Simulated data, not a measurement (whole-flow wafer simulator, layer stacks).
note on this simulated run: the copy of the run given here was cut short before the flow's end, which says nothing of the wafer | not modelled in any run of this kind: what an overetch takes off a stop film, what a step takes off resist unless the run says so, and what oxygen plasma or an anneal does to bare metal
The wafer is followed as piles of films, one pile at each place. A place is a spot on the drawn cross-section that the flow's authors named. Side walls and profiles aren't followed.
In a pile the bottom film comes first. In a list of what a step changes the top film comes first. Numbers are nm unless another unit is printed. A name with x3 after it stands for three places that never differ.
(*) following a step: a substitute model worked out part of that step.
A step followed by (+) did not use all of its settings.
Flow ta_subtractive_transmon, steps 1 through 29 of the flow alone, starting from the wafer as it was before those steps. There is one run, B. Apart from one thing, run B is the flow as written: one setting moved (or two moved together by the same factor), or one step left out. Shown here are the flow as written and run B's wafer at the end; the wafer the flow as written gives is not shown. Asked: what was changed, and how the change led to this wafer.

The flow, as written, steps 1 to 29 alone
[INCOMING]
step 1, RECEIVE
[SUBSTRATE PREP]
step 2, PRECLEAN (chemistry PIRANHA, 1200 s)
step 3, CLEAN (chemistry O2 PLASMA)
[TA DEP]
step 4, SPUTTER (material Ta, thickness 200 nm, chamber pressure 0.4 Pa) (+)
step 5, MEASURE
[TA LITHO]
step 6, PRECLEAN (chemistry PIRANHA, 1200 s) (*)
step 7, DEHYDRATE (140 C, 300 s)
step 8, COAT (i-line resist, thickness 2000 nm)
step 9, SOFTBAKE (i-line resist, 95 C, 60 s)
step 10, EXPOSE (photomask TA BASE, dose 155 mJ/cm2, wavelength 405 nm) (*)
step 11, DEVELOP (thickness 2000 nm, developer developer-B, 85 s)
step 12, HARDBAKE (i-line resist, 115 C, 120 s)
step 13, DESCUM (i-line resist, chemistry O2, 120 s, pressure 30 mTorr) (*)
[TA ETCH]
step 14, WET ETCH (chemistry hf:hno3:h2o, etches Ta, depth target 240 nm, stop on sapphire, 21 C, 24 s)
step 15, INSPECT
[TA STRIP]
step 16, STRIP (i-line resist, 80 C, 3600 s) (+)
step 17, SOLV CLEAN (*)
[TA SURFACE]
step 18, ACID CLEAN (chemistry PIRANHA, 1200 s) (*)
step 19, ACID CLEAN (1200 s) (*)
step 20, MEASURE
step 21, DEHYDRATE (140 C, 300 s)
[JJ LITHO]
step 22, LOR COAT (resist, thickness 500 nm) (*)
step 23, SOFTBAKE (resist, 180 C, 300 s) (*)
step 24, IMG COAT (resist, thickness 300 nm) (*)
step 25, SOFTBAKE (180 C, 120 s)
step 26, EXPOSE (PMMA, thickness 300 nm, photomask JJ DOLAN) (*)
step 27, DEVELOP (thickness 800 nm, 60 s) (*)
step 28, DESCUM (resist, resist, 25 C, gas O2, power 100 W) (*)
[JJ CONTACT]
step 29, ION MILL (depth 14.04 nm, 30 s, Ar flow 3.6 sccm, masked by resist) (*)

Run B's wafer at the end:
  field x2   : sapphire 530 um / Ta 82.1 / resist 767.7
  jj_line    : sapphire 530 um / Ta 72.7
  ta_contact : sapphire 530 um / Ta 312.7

What caused this: step 4, SPUTTER: thickness 322.4 nm was run, though the flow has thickness 200 nm.

Step by step, how the change led to this:
  step 4, SPUTTER (material Ta, thickness 200 nm, chamber pressure 0.4 Pa) (+)
      field x2, jj_line, lead, ta_contact, ta_pad: +322.4 Ta (new film) (as written it would have been: +200 Ta (new film))
  step 14, WET ETCH (chemistry hf:hno3:h2o, etches Ta, depth target 240 nm, stop on sapphire, 21 C, 24 s)
      field x2, jj_line, lead: -240 Ta (as written it would have been: -200 Ta (all of it))
  step 22, LOR COAT (resist, thickness 500 nm) (*)
      ta_contact: +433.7 resist (new film) (as written it would have been: +443.8 resist (new film))
  step 29, ION MILL (depth 14.04 nm, 30 s, Ar flow 3.6 sccm, masked by resist) (*)
      jj_line, lead: -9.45 Ta (as written it would have been: -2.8 sapphire)
With metal films that touch counted as one body, field x2 has 1 body; the flow as written gives 0 bodies.
With metal films that touch counted as one body, jj_line has 1 body; the flow as written gives 0 bodies.
